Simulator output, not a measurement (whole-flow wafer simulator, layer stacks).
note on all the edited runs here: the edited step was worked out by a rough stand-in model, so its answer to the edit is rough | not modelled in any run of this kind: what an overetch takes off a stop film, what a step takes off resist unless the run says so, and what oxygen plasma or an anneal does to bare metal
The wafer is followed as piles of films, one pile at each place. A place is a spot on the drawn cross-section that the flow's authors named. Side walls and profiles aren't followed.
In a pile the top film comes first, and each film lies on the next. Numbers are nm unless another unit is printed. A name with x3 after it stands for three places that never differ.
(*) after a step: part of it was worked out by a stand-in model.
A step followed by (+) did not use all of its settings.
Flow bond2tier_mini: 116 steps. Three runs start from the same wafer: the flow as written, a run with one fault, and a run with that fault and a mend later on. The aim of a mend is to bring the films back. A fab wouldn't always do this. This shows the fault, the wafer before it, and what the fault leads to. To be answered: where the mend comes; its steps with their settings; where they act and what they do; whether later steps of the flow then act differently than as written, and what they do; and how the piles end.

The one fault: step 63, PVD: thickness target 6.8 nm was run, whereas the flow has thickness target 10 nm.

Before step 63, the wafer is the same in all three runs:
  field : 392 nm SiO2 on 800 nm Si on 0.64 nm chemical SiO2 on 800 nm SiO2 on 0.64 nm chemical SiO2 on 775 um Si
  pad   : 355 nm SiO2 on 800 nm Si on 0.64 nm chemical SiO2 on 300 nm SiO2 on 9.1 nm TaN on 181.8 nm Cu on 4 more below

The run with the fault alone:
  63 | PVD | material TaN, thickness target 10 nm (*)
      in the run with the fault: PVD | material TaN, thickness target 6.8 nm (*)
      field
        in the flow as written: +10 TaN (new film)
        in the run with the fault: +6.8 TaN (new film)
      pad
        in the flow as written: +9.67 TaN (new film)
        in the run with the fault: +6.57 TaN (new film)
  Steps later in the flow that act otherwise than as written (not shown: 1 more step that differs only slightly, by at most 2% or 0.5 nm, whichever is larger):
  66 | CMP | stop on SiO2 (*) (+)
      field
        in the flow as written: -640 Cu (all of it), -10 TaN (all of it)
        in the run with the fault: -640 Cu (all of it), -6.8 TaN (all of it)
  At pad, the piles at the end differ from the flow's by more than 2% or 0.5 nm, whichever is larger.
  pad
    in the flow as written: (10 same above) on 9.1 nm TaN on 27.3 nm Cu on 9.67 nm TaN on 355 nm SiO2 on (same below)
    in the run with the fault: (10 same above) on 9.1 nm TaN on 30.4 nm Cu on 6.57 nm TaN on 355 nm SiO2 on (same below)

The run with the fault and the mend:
  The mend stands after step 63.
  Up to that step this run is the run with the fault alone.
  63a | PVD | material TaN, thickness target 3.2 nm (*) (the flow's step 63 again, with other settings)
      field
        +3.2 TaN
      pad
        +3.09 TaN
  Later steps of the flow that are run all act as written at every place that is followed.
  The piles end only slightly different from the flow's at the places that both follow, by no more than 2% or 0.5 nm, whichever is larger.
